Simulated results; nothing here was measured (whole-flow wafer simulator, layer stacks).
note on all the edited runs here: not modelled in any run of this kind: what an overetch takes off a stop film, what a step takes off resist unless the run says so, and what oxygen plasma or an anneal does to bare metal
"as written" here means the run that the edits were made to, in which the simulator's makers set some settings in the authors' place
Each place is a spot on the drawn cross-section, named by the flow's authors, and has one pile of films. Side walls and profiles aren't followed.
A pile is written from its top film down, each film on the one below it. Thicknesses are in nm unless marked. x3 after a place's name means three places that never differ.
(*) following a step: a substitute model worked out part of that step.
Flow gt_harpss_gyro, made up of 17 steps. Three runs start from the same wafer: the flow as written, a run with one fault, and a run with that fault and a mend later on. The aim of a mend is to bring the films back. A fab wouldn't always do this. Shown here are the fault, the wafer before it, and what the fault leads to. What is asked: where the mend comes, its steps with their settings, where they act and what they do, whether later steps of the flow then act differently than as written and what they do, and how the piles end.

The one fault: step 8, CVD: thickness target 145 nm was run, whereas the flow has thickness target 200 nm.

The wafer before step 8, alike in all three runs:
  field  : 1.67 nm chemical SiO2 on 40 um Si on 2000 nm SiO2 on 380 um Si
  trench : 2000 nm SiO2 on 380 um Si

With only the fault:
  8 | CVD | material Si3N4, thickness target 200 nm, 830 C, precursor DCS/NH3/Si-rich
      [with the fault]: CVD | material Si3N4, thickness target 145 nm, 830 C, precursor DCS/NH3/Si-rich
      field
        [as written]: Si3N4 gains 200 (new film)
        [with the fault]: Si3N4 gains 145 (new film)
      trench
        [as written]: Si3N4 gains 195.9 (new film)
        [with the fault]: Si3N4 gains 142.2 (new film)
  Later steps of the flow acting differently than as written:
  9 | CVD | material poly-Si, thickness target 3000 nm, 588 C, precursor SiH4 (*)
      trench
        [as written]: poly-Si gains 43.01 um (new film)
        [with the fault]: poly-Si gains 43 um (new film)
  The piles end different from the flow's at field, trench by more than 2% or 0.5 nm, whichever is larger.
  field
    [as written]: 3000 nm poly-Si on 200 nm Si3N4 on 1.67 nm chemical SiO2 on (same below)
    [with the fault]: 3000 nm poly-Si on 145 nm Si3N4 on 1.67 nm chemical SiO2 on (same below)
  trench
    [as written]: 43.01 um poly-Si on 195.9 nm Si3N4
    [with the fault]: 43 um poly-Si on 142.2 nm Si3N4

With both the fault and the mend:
  The mend stands after step 8.
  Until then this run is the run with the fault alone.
  8a | CVD | material Si3N4, thickness target 55 nm, 830 C, precursor DCS/NH3/Si-rich (the flow's step 8 again, with other settings)
      field
        Si3N4 gains 55
      trench
        Si3N4 gains 53.6
  Every later step of the flow that is run acts as written at every place that is followed.
  At the end the piles are close to the flow's at the places that both follow, differing by at most 2% or 0.5 nm, whichever is larger.
